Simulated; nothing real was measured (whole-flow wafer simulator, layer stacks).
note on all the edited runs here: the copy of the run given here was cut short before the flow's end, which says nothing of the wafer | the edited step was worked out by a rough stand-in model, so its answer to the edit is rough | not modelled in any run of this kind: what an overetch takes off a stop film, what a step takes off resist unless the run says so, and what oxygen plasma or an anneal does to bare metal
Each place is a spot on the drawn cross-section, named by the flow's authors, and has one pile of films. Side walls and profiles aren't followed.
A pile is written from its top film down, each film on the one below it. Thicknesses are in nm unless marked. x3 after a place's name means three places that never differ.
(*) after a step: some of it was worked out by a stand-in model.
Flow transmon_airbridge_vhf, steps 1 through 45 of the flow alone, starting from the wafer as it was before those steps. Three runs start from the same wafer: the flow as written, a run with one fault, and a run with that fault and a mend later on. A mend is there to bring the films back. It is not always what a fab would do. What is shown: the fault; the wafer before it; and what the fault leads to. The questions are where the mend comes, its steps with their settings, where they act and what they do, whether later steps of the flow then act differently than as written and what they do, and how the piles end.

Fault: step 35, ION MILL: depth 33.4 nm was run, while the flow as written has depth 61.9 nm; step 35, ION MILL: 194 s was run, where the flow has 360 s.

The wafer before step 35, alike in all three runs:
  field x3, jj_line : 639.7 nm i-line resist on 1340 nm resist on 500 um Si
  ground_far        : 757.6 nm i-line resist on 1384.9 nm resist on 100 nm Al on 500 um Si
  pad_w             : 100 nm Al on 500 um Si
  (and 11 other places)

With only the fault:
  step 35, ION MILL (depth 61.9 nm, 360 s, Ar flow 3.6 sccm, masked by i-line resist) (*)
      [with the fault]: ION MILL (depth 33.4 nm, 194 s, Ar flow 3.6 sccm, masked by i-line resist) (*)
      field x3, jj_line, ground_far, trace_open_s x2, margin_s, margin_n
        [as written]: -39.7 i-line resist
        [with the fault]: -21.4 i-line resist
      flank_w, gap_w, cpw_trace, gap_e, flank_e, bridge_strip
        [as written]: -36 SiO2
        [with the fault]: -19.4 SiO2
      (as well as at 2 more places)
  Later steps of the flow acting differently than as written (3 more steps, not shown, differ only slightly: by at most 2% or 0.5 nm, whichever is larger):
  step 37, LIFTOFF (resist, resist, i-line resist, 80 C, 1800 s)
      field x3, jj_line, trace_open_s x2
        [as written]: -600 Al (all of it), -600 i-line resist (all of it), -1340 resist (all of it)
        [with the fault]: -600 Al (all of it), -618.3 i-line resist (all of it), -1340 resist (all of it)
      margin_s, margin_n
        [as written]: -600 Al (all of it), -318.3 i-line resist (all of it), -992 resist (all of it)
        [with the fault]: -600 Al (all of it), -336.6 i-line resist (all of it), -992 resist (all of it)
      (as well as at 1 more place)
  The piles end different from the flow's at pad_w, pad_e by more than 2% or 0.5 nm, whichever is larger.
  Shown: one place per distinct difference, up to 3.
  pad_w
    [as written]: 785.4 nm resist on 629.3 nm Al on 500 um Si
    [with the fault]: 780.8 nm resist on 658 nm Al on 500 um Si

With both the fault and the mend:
  After step 35 comes the mend.
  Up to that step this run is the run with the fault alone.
  step 35a, ION MILL (depth 28.5 nm, 165.8 s, Ar flow 3.6 sccm, masked by i-line resist) (*) (a further turn of the flow's step 35, with different settings)
      field x3, jj_line, ground_far, trace_open_s x2, margin_s, margin_n
        -18.3 i-line resist
      flank_w, gap_w, cpw_trace, gap_e, flank_e, bridge_strip
        -16.6 SiO2
      pad_w, pad_e
        -28.5 Al
  Later steps of the flow that are run all act as written at every place that is followed.
  At the end the piles are close to the flow's at the places that both follow, differing by at most 2% or 0.5 nm, whichever is larger.
